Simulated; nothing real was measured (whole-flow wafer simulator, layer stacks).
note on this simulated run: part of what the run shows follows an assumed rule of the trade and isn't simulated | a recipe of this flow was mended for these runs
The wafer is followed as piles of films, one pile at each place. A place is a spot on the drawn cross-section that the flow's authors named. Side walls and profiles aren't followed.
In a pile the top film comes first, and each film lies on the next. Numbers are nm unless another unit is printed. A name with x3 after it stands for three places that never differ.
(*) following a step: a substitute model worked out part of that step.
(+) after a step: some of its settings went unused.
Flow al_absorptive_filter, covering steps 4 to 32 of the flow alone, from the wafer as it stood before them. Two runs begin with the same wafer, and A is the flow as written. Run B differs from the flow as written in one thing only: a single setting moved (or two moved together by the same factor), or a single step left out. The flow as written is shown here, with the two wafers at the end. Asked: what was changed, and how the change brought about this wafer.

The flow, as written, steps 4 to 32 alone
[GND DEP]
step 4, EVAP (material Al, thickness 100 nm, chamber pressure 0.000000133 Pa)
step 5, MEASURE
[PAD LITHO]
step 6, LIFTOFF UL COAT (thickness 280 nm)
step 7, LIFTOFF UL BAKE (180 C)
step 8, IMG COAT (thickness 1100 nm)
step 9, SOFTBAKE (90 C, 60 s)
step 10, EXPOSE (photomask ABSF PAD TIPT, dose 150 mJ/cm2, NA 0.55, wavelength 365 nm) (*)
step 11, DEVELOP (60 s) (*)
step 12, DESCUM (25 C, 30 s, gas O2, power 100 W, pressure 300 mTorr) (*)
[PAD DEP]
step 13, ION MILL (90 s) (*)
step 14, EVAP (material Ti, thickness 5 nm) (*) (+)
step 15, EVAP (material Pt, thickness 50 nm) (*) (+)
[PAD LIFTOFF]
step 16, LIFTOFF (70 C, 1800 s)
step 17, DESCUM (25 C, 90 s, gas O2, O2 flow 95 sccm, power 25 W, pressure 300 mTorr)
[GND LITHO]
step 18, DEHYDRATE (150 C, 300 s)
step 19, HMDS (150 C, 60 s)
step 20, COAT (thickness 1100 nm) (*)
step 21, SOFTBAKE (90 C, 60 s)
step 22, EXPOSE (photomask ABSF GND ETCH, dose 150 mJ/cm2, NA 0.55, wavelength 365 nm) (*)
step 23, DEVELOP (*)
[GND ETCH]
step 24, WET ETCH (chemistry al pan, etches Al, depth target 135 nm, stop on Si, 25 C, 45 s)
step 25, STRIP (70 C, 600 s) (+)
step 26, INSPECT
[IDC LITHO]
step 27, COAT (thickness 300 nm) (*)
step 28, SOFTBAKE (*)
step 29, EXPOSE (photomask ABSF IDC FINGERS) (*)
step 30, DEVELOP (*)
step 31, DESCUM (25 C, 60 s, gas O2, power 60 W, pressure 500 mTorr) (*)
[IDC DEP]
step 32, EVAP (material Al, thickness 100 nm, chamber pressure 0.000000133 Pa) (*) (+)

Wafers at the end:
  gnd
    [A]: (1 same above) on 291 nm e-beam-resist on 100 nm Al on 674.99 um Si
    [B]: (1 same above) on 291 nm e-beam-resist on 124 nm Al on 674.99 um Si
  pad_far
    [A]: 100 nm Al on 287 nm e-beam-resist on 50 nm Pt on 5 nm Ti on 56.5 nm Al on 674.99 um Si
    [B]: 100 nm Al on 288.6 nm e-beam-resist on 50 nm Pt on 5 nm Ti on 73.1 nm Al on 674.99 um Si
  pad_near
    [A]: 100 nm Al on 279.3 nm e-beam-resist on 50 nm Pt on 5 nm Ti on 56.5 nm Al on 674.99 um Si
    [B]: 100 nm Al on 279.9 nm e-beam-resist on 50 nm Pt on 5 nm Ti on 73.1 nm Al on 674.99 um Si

The reason: step 4, EVAP: thickness 124 nm was run, whereas the flow has thickness 100 nm; step 13, ION MILL: 112 s was run, where the flow has 90 s.
The wafer lets one read it off: gnd has Al 124, and step 4 as written asks for 100 nm.

How this came from the change, step by step:
  step 4, EVAP (material Al, thickness 100 nm, chamber pressure 0.000000133 Pa)
      gnd, pad_far, pad_near and 11 more: A +100 Al (new film) | B +124 Al (new film)
  step 13, ION MILL (90 s) (*)
      gnd, ledge, res, xa_field x4, xl_gap, xl_turn, idc_field x2, idc_line: A -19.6 i-line-resist | B -24.4 i-line-resist
      pad_far, pad_near: A -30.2 Al | B -37.5 Al
  step 24, WET ETCH (chemistry al pan, etches Al, depth target 135 nm, stop on Si, 25 C, 45 s)
      res, xl_gap, idc_field x2, idc_line: A -86.7 Al (all of it) | B -110.7 Al (all of it)
  step 27, COAT (thickness 300 nm) (*)
      ledge: A +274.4 e-beam-resist (new film) | B +264.9 e-beam-resist (new film)
      res: A +349.6 e-beam-resist (new film) | B +360 e-beam-resist (new film)
      (and at 1 other place as well)
